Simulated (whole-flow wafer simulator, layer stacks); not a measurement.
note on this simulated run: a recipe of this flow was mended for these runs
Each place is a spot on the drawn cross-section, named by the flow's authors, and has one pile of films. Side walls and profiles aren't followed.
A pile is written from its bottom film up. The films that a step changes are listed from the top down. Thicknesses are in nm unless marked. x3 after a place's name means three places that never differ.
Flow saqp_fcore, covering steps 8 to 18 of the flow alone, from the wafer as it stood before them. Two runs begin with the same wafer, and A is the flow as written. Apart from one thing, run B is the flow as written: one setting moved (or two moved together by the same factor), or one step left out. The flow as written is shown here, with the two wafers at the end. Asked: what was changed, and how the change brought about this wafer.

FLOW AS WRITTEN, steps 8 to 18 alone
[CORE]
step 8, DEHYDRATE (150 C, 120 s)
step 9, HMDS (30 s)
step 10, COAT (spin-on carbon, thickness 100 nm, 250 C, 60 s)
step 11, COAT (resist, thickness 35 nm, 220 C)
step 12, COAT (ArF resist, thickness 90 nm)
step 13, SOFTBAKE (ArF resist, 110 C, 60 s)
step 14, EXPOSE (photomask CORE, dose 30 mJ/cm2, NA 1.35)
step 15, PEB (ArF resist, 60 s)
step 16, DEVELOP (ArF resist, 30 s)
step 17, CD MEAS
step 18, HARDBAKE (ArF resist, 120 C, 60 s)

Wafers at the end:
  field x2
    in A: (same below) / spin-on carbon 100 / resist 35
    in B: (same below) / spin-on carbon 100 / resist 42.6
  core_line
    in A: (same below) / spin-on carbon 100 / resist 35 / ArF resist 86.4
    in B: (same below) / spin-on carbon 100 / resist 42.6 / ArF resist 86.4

What caused this: step 11, COAT: thickness 42.6 nm was run, while the flow as written has thickness 35 nm.
One can read it off the wafer: field x2 has resist 42.6, and step 11 as written asks for 35 nm.

Step by step, how the change led to this:
  step 11, COAT (resist, thickness 35 nm, 220 C)
      field x2, core_line: A +35 resist (new film) | B +42.6 resist (new film)
